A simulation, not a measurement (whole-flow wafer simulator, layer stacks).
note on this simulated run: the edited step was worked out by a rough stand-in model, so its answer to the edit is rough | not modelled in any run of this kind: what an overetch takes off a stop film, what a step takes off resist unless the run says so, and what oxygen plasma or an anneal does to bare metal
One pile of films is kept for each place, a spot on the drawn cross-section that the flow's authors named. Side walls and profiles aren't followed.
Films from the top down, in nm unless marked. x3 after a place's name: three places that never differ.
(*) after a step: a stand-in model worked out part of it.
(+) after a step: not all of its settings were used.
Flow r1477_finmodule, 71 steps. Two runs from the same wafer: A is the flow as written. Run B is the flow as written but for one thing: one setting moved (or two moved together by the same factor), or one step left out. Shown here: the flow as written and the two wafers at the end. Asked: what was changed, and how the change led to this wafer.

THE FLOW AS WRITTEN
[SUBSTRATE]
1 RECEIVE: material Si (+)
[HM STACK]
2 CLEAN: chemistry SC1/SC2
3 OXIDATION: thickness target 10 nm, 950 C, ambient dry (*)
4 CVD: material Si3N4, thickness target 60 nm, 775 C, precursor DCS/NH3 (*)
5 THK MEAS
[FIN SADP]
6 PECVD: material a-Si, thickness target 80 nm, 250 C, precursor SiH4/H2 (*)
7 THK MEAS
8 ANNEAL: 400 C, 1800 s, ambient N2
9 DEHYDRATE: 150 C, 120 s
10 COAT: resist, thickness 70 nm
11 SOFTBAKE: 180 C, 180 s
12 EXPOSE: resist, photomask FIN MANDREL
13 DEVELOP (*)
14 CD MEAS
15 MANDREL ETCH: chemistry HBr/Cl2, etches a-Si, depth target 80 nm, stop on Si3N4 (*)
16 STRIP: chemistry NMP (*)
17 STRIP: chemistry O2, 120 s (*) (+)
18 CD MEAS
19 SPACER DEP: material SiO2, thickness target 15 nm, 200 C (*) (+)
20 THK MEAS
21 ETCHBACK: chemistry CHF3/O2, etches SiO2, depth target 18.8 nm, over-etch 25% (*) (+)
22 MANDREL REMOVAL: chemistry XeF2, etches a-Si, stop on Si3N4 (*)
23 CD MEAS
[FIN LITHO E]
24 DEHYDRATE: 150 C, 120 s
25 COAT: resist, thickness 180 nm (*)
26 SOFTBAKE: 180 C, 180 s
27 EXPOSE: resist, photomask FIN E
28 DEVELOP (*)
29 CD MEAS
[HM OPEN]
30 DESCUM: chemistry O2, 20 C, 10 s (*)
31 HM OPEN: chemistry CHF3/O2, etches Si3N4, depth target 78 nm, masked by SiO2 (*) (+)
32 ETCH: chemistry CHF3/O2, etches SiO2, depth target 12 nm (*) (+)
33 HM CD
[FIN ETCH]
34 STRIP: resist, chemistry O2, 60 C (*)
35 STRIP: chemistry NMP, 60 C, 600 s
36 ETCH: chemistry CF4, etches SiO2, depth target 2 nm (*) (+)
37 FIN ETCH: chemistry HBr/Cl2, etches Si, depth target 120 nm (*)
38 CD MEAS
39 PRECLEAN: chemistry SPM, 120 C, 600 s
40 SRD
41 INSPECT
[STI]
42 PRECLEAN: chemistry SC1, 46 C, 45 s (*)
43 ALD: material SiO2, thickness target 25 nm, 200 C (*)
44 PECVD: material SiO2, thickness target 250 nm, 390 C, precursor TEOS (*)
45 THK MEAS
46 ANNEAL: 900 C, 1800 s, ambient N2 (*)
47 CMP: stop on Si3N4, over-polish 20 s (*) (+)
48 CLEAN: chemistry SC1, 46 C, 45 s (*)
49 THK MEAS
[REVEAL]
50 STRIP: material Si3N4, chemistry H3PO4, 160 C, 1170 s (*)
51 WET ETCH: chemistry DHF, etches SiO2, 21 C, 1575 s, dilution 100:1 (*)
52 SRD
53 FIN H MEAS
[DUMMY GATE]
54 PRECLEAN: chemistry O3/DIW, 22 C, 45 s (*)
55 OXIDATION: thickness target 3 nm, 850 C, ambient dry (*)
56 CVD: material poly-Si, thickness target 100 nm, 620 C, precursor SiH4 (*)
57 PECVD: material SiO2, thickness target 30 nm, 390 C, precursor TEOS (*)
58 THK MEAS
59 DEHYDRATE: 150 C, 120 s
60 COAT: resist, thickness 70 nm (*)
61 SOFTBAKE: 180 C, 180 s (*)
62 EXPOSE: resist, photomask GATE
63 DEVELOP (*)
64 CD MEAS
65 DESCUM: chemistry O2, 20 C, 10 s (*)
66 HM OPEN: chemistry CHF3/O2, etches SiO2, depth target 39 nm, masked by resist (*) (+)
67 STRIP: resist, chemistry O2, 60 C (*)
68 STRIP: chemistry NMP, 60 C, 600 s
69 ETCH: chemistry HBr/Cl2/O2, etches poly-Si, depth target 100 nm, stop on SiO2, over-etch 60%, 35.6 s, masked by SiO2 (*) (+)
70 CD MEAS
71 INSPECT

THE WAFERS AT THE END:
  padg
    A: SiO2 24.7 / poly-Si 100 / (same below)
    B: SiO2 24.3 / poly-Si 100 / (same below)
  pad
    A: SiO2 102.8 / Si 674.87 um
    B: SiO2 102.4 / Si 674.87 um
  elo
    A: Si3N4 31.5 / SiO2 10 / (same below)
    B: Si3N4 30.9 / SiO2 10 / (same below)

The cause: step 69, ETCH: depth target 107.5 nm was run, where the flow has depth target 100 nm; step 69, ETCH: 38.3 s was run, where the flow has 35.6 s.

How the change led to this, step by step:
  69 ETCH: chemistry HBr/Cl2/O2, etches poly-Si, depth target 100 nm, stop on SiO2, over-etch 60%, 35.6 s, masked by SiO2 (*) (+)
      elo, e40lo, e100lo, e200lo: A chemical SiO2 -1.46 (all of it), poly-Si -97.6 (all of it), Si3N4 -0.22 | B chemical SiO2 -1.46 (all of it), poly-Si -97.6 (all of it), Si3N4 -0.9
